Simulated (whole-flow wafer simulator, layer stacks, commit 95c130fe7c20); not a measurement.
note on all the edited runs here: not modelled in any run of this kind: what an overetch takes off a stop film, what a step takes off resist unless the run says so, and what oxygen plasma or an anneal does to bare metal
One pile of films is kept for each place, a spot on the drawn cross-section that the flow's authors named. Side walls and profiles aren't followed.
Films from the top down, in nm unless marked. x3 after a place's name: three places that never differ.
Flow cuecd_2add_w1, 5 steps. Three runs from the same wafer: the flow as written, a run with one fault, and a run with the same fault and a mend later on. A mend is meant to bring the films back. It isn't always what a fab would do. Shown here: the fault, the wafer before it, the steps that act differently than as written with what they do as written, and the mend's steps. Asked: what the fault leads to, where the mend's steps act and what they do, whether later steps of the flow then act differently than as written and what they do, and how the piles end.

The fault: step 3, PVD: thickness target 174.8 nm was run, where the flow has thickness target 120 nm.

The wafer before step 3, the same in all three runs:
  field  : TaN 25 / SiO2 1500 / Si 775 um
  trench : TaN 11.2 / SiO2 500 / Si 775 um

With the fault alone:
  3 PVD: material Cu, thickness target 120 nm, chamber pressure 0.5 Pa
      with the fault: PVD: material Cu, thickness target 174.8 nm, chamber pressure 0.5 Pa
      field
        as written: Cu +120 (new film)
        with the fault: Cu +174.8 (new film)
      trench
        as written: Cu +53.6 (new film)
        with the fault: Cu +76.7 (new film)
  No later step of the flow acts differently than as written, at any place that is followed, by more than 2% or 0.5 nm, whichever is larger.
  At the end the piles differ from the flow's by more than 2% or 0.5 nm, whichever is larger, at field, trench.
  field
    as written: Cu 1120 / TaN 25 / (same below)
    with the fault: Cu 1174.8 / TaN 25 / (same below)
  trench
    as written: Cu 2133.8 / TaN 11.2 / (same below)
    with the fault: Cu 2188.6 / TaN 11.2 / (same below)

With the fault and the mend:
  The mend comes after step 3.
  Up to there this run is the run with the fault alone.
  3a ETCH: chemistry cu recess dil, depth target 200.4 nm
      field
        Cu -174.8 (all of it)
      trench
        Cu -76.7 (all of it)
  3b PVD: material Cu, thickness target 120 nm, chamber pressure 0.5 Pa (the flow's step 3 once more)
      field
        Cu +120 (new film)
      trench
        Cu +53.6 (new film)
  No later step of the flow acts differently than as written at any place that is followed.
  At the end the piles are the same as the flow's at every place that both follow.
